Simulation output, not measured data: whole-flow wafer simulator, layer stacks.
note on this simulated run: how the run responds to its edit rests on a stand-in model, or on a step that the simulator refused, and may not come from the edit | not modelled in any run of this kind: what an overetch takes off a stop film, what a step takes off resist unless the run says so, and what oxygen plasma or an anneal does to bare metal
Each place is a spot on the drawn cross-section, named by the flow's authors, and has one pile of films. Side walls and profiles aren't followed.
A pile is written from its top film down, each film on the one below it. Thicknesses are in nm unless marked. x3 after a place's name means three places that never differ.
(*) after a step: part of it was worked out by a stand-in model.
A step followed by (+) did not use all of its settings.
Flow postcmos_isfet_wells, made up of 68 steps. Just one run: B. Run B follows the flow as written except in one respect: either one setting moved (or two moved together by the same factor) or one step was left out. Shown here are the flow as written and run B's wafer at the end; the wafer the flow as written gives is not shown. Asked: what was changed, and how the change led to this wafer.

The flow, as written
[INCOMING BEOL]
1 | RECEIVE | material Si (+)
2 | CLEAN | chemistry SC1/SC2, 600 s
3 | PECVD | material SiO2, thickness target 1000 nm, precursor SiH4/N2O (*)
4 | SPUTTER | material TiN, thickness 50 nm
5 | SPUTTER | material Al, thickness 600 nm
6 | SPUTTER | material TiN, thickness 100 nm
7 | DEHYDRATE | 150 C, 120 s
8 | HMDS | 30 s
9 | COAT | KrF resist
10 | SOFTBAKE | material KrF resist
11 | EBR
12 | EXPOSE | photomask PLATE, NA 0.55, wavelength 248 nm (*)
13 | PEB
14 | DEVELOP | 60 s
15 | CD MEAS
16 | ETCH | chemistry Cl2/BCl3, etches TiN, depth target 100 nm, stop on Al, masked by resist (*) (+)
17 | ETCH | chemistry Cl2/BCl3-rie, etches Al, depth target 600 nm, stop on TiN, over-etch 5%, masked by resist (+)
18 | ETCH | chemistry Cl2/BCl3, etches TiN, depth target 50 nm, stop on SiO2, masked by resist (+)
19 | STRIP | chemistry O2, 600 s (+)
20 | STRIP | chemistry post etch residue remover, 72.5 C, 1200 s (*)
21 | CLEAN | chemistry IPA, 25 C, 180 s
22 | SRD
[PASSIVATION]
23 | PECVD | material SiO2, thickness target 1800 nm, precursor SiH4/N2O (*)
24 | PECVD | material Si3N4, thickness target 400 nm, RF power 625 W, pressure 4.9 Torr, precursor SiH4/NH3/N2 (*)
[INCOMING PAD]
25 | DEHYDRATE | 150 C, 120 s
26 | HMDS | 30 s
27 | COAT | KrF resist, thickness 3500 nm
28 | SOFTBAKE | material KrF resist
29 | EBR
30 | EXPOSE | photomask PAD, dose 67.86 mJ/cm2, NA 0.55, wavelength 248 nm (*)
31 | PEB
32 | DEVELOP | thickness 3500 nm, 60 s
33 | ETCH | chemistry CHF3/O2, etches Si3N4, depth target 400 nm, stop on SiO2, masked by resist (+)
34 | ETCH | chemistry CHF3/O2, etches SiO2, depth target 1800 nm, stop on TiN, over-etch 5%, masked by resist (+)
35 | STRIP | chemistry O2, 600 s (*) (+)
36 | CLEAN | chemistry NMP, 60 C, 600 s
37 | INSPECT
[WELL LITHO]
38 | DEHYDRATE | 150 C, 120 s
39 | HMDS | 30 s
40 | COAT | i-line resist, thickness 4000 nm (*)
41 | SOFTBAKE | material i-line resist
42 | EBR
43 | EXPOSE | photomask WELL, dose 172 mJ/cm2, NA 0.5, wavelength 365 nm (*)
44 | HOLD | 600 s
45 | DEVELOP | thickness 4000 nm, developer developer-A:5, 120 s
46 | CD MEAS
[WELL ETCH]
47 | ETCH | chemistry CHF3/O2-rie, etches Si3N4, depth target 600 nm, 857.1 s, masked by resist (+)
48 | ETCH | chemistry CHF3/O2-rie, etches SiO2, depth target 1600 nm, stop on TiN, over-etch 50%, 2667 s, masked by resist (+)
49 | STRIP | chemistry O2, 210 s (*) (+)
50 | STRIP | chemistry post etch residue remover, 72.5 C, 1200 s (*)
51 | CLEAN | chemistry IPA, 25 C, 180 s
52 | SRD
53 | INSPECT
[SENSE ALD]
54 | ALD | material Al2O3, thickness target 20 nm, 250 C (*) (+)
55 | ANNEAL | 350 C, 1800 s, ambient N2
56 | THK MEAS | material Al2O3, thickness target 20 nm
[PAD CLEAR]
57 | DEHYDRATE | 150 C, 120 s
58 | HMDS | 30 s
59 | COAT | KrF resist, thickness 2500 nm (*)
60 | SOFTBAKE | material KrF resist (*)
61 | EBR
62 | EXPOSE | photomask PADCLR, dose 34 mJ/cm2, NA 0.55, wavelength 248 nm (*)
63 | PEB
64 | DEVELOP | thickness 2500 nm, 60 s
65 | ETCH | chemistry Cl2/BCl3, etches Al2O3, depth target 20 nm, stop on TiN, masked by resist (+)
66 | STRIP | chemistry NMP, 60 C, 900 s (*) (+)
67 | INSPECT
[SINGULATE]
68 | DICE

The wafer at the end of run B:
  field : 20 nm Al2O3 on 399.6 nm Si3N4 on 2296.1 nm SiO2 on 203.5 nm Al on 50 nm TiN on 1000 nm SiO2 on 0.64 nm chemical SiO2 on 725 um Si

Cause: step 17, ETCH: depth target 340.8 nm was run, while the flow as written has depth target 600 nm.

How this came from the change, step by step:
  17 | ETCH | chemistry Cl2/BCl3-rie, etches Al, depth target 600 nm, stop on TiN, over-etch 5%, masked by resist (+)
      field: -340.8 Al (as written it would have been: -600 Al (all of it))
      margin, well900, well1300, well2000, well3000, pad_rim, pad_clr, pad_open: -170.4 KrF resist (as written it would have been: -300 KrF resist)
  18 | ETCH | chemistry Cl2/BCl3, etches TiN, depth target 50 nm, stop on SiO2, masked by resist (+)
      field: -50 Al (as written it would have been: -50 TiN (all of it))
  19 | STRIP | chemistry O2, 600 s (+)
      margin, well900, well1300, well2000, well3000, pad_rim, pad_clr, pad_open: -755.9 KrF resist (all of it) (as written it would have been: -626.3 KrF resist (all of it))
  20 | STRIP | chemistry post etch residue remover, 72.5 C, 1200 s (*)
      field: -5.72 Al (as written it would have been: nothing)
  23 | PECVD | material SiO2, thickness target 1800 nm, precursor SiH4/N2O (*)
      field: +2296.1 SiO2 (new film) (as written it would have been: +1800 SiO2 (new film), +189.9 void (new film), +559.7 SiO2)
If metal films that touch count as one body, field has 1 body; the flow as written gives 0 bodies.
